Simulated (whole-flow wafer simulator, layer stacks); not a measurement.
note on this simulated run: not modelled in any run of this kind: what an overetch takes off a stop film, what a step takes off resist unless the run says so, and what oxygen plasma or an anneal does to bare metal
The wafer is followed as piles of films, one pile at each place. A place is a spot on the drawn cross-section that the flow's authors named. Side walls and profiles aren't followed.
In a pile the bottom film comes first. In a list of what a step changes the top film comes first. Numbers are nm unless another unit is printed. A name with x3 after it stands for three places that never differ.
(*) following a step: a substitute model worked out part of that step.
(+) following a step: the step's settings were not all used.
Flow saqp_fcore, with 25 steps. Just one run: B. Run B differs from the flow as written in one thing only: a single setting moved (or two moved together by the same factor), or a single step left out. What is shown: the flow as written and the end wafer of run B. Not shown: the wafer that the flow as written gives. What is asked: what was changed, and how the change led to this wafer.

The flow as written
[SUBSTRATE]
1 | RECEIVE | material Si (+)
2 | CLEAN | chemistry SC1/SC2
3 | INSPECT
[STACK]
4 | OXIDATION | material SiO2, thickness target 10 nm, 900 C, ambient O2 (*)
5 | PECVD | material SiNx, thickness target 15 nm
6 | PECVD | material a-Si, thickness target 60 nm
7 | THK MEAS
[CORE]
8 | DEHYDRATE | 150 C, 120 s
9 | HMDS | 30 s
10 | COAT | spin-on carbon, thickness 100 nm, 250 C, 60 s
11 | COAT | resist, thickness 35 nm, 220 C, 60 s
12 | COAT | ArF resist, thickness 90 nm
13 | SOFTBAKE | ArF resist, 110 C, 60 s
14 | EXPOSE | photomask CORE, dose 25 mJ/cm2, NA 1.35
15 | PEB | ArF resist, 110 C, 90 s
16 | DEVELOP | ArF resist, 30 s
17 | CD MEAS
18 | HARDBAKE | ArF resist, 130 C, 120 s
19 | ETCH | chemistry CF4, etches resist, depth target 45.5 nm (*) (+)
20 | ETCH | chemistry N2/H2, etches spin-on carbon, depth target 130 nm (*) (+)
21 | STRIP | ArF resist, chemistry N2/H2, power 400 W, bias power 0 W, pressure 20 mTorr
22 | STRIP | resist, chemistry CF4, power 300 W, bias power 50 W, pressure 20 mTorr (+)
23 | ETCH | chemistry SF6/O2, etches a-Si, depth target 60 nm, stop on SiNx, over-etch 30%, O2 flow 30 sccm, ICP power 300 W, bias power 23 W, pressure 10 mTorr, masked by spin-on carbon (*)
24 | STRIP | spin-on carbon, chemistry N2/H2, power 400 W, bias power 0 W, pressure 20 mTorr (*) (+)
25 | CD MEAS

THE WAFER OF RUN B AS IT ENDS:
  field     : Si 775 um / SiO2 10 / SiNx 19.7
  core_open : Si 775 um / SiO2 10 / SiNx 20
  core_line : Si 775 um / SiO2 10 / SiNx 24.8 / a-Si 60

What caused this: step 5, PECVD: thickness target 24.8 nm was run, whereas the flow has thickness target 15 nm.
The wafer lets one read it off: core_line has SiNx 24.8, and step 5 as written asks for 15 nm.

How this came from the change, step by step:
  5 | PECVD | material SiNx, thickness target 15 nm
      field, core_open, core_line: SiNx gains 24.8 (new film) (as written it would have been: SiNx gains 15 (new film))
